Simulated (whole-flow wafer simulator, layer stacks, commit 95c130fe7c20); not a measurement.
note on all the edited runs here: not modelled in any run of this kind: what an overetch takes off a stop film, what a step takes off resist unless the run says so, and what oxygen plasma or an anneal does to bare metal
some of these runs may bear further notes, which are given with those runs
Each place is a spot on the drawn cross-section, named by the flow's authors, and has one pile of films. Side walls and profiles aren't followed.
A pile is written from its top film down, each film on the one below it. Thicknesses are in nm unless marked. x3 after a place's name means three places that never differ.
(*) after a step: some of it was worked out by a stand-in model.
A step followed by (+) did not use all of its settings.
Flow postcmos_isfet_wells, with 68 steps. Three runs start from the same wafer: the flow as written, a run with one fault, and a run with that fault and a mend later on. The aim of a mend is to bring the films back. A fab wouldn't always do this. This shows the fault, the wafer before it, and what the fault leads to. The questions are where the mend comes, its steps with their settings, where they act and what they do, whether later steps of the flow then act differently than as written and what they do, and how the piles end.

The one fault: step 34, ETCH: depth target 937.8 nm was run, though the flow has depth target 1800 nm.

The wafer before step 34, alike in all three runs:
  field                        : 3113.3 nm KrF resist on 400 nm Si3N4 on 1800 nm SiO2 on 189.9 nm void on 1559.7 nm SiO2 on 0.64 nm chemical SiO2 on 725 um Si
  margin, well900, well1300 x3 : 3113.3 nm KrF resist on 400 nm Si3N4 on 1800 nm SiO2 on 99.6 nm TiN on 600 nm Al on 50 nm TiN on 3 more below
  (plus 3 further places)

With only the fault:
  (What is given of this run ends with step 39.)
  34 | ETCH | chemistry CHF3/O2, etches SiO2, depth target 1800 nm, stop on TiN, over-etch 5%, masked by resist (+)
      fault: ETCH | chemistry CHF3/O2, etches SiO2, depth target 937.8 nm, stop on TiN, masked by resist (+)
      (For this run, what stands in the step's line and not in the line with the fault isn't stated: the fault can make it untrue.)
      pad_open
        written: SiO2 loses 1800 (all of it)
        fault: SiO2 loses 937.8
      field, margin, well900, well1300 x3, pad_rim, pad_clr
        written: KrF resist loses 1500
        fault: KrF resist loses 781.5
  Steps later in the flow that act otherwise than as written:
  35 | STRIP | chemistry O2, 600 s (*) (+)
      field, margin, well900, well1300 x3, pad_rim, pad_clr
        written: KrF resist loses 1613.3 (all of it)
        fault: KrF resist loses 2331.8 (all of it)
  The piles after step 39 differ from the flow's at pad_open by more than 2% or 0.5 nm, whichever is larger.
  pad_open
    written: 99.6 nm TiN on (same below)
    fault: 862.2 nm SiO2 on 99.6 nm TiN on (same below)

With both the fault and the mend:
  The mend stands after step 34.
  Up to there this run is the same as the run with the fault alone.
  34a | ETCH | chemistry CHF3/O2, etches SiO2, depth target 862.2 nm, stop on TiN, over-etch 5%, masked by resist (a further turn of the flow's step 34, with different settings)
      field, margin, well900, well1300 x3, pad_rim, pad_clr
        KrF resist loses 718.5
      pad_open
        SiO2 loses 862.2 (all of it)
  Every later step of the flow that is run acts as written at every place that is followed.
  By the end, the piles equal the flow's at every place that both follow.
